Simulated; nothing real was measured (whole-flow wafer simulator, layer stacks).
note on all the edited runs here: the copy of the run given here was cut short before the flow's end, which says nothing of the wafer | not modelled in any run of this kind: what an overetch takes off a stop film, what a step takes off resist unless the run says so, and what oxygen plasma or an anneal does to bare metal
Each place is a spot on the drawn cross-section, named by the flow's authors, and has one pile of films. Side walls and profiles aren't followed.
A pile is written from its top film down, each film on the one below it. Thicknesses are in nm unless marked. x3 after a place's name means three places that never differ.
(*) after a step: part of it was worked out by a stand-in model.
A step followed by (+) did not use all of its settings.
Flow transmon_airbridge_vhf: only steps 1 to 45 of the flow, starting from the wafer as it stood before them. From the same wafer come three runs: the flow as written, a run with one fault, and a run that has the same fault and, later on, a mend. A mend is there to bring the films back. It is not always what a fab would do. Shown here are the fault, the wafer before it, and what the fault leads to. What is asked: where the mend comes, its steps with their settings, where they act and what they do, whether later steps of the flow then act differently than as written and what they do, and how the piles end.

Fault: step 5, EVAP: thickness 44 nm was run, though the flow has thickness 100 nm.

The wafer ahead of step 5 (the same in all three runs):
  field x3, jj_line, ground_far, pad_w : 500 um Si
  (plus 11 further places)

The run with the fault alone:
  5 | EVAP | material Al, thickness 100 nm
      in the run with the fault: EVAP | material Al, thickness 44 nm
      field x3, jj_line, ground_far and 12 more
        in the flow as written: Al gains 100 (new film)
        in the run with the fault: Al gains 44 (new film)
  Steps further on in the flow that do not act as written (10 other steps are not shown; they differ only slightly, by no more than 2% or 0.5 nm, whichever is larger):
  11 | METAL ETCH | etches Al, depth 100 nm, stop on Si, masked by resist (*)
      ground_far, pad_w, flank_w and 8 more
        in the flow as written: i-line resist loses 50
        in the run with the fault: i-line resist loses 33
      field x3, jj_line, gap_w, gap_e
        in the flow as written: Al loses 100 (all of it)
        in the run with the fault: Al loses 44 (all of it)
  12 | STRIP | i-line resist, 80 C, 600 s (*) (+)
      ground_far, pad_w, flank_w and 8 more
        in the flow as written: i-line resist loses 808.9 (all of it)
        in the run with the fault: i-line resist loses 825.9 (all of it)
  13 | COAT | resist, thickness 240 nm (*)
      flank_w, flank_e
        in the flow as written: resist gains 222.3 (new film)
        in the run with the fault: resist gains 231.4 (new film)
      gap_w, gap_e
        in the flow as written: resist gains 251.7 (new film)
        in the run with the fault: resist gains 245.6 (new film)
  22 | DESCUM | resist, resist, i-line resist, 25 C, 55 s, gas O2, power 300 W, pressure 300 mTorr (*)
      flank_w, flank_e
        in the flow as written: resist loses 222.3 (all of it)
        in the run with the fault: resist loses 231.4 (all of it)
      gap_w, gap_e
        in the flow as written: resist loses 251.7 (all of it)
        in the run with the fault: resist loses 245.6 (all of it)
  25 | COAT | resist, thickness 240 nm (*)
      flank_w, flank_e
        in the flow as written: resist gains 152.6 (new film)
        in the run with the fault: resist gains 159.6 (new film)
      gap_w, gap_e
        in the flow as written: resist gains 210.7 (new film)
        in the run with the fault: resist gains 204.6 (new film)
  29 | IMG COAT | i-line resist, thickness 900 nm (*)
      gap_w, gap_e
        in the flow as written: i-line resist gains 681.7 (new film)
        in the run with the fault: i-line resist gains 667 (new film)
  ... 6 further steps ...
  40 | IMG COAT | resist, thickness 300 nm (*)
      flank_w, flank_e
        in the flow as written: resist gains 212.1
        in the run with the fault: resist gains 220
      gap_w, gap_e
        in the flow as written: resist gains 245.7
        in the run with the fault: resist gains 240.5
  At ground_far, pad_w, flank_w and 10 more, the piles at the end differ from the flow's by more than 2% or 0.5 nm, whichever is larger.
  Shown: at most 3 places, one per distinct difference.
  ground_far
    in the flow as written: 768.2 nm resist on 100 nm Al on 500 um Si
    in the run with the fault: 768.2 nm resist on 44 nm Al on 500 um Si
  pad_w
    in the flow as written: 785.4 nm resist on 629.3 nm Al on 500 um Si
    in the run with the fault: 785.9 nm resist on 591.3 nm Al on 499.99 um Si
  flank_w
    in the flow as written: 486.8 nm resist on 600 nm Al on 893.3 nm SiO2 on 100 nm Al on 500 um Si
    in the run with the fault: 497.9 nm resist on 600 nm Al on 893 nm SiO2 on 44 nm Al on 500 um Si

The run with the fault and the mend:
  The mend follows step 10.
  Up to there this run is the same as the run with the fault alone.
  10a | STRIP | i-line resist, 80 C, 600 s (+)
      ground_far, pad_w, flank_w and 8 more
        i-line resist loses 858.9 (all of it)
  10b | EVAP | material Al, thickness 56 nm (the flow's step 5 again, with other settings)
      field x3, jj_line, ground_far and 12 more
        Al gains 56
  10c | COAT | i-line resist, thickness 900 nm (the flow's step 6 again)
      field x3, jj_line, ground_far and 12 more
        i-line resist gains 900 (new film)
  10d | SOFTBAKE | i-line resist, 90 C, 90 s (the flow's step 7 again)
      leaves every film unchanged at each place that is followed
  10e | EXPOSE | i-line resist, thickness 900 nm, photomask AB CPW, dose 155.4 mJ/cm2, NA 0.45, wavelength 365 nm (*) (the flow's step 8 again)
      leaves every film unchanged at each place that is followed
  10f | PEB | i-line resist, 110 C, 60 s (the flow's step 9 again)
      field x3, jj_line, ground_far and 12 more
        i-line resist loses 41
  10g | DEVELOP | i-line resist, thickness 900 nm, developer developer-B, 60 s (the flow's step 10 again)
      ground_far, pad_w, flank_w and 8 more
        i-line resist loses 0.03
      field x3, jj_line, gap_w, gap_e
        i-line resist loses 859 (all of it)
  Every later step of the flow that is run acts as written at every place that is followed.
  By the end, the piles equal the flow's at every place that both follow.
